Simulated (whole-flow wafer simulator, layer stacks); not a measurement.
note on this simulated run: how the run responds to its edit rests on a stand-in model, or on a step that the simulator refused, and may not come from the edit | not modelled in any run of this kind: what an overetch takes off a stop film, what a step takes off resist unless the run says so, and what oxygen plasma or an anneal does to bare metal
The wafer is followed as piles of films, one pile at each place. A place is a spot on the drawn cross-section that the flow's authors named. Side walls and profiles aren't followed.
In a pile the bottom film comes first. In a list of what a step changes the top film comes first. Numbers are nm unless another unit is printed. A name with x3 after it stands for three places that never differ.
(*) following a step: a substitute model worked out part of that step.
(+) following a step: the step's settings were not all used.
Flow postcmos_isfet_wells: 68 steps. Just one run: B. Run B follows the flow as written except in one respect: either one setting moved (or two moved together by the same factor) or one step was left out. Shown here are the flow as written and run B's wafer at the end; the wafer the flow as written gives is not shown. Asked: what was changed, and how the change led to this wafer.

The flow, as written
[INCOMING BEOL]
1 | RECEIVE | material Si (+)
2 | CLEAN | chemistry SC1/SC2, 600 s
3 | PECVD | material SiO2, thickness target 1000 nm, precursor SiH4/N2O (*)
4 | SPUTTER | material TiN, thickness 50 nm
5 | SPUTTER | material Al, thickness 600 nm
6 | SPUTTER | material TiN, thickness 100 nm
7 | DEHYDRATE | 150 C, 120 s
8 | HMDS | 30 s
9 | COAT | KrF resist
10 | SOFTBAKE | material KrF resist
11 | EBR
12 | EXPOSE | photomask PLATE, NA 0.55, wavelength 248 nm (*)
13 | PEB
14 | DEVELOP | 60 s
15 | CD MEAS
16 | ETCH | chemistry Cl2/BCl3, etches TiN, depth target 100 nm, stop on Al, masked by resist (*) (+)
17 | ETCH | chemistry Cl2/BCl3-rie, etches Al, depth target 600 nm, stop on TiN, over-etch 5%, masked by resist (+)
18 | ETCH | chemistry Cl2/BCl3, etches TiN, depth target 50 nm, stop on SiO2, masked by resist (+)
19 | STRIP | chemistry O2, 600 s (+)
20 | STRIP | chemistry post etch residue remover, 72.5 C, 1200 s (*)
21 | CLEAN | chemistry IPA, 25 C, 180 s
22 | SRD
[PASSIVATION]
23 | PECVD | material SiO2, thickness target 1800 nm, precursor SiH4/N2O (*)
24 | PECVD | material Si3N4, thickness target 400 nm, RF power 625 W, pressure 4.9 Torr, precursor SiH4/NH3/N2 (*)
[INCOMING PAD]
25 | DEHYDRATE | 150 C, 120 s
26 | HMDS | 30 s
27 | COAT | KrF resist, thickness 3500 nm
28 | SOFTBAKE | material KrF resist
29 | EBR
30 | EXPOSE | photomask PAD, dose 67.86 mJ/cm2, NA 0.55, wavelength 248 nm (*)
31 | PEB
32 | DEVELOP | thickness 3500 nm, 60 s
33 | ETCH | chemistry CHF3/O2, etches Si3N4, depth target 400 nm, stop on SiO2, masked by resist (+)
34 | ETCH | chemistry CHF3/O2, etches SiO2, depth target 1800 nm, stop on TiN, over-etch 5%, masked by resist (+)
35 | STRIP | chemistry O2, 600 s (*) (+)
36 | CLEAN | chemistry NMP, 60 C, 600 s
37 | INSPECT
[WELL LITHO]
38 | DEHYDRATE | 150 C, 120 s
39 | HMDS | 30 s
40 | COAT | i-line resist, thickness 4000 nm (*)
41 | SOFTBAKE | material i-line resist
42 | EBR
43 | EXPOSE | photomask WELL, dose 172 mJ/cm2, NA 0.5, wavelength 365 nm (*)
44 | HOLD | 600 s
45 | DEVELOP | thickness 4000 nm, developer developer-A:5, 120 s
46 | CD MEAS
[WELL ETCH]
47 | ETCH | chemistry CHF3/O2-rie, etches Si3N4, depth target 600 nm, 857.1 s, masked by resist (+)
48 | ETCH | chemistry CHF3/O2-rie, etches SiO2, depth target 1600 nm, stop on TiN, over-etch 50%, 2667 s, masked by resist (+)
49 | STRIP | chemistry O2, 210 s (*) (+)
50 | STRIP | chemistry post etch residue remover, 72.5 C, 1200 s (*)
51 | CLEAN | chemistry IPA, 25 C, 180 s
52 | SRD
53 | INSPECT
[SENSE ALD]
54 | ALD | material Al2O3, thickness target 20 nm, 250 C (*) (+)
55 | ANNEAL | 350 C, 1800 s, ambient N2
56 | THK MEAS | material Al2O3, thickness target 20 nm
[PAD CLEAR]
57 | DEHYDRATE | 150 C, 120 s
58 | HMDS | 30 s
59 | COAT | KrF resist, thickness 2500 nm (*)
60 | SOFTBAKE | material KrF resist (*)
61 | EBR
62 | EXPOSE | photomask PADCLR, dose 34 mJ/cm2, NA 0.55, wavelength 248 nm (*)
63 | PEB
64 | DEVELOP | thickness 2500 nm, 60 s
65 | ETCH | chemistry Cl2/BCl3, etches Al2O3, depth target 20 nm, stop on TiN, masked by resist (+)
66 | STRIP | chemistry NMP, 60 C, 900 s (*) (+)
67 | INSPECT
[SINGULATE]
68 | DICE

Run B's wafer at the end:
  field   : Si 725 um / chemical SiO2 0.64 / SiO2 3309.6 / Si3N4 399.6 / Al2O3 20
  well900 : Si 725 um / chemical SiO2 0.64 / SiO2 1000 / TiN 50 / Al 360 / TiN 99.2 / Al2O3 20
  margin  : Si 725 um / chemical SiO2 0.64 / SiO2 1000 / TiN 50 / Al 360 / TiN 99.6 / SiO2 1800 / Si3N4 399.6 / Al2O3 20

What caused this: step 5, SPUTTER: thickness 360 nm was run, though the flow has thickness 600 nm.
The wafer itself shows it: well900 has Al 360, and step 5 as written asks for 600 nm.

Step by step, how the change led to this:
  5 | SPUTTER | material Al, thickness 600 nm
      field, margin, well900 and 6 more: Al gains 360 (new film) (it would be, as written: Al gains 600 (new film))
  17 | ETCH | chemistry Cl2/BCl3-rie, etches Al, depth target 600 nm, stop on TiN, over-etch 5%, masked by resist (+)
      margin, well900, well1300, well2000, well3000, pad_rim, pad_clr, pad_open: KrF resist loses 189 (it would be, as written: KrF resist loses 300)
      field: Al loses 360 (all of it) (it would be, as written: Al loses 600 (all of it))
  19 | STRIP | chemistry O2, 600 s (+)
      margin, well900, well1300, well2000, well3000, pad_rim, pad_clr, pad_open: KrF resist loses 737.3 (all of it) (it would be, as written: KrF resist loses 626.3 (all of it))
  23 | PECVD | material SiO2, thickness target 1800 nm, precursor SiH4/N2O (*)
      field: SiO2 gains 2309.6 (it would be, as written: SiO2 gains 1800 (new film), void gains 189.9 (new film), SiO2 gains 559.7)
